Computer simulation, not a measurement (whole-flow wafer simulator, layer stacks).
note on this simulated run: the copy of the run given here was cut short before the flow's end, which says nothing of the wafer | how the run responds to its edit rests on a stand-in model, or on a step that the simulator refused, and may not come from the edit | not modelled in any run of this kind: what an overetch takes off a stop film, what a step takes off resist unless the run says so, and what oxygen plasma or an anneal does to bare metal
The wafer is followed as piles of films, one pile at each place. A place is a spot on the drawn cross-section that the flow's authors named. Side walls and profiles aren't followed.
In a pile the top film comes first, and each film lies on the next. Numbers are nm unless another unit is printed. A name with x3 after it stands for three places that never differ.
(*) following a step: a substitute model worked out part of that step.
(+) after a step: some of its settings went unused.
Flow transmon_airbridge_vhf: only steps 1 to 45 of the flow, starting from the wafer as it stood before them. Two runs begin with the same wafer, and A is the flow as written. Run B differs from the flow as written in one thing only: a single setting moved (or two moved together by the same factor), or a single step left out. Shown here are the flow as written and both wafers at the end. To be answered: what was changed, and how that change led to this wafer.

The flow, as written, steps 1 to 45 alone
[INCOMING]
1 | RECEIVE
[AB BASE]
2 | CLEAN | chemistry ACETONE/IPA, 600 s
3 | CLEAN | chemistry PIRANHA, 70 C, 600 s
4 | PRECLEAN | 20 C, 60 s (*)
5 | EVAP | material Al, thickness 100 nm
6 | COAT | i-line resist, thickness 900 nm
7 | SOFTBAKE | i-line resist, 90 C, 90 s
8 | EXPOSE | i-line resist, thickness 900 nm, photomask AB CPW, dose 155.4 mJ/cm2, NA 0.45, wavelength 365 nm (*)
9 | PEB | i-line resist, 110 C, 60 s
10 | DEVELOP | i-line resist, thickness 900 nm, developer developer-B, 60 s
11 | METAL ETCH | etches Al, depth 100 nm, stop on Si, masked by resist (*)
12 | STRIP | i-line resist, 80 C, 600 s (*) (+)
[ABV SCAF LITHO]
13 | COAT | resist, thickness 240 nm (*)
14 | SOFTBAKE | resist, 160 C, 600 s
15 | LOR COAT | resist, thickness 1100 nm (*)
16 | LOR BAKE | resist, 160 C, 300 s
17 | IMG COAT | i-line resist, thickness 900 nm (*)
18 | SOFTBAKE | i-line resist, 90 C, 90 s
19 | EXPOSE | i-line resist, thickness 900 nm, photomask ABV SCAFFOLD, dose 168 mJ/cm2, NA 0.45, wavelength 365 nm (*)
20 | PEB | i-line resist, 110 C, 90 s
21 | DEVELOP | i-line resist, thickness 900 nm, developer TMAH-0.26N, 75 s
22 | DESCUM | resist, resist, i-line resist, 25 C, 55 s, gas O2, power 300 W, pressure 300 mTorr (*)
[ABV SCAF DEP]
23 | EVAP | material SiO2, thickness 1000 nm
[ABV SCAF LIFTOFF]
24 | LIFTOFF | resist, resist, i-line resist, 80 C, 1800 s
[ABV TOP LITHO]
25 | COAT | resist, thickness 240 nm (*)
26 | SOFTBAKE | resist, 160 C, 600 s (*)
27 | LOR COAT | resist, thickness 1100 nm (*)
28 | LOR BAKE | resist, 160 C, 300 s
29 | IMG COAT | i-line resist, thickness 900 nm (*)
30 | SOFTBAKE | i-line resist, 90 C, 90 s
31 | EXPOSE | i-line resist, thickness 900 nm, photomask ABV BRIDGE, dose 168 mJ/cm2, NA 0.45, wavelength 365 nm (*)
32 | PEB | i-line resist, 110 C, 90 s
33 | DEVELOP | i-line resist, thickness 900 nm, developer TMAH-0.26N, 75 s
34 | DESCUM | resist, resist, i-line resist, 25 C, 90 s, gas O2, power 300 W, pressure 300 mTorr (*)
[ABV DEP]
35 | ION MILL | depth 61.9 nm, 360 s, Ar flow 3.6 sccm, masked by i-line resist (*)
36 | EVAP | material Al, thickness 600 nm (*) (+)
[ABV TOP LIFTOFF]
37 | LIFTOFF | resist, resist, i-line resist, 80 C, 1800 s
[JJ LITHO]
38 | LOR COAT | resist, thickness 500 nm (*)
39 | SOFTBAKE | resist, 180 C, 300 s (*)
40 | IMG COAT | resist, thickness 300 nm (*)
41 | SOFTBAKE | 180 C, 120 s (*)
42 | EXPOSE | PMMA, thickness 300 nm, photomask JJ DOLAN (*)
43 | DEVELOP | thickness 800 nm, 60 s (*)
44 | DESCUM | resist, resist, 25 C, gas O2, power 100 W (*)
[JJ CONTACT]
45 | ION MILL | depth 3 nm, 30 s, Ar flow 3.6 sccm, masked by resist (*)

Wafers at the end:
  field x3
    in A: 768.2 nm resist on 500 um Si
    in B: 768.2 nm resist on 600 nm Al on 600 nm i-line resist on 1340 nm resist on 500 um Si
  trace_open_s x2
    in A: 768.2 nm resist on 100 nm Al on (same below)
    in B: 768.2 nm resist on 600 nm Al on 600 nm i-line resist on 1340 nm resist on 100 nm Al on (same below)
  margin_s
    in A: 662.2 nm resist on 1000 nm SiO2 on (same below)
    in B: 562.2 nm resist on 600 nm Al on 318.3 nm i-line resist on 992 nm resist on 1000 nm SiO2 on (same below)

Cause: step 37, LIFTOFF: resist, resist, i-line resist, 80 C, 1800 s, was omitted.

Step by step, how the change led to this:
  38 | LOR COAT | resist, thickness 500 nm (*)
      pad_w, pad_e: A +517 resist (new film) | B +774.7 resist (new film)
      flank_w, flank_e: A +306.5 resist (new film) | B +328 resist (new film)
      (and at 6 other places as well)
  40 | IMG COAT | resist, thickness 300 nm (*)
      pad_w, pad_e: A +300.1 resist | B +469.6 resist
      flank_w, flank_e: A +212.1 resist | B +283 resist
      (and at 6 other places as well)
  45 | ION MILL | depth 3 nm, 30 s, Ar flow 3.6 sccm, masked by resist (*)
      jj_line: A -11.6 Si | B -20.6 Al
If metal films that touch count as one body, field x3 has 1 body; the flow as written gives 0 bodies.
If metal films that touch count as one body, trace_open_s x2 has 2 bodies (between them, from the top down: i-line resist 600 / resist 1340); the flow as written gives 1 body.
If metal films that touch count as one body, margin_s has 2 bodies (between them, from the top down: i-line resist 318.3 / resist 992 / SiO2 1000); the flow as written gives 1 body.
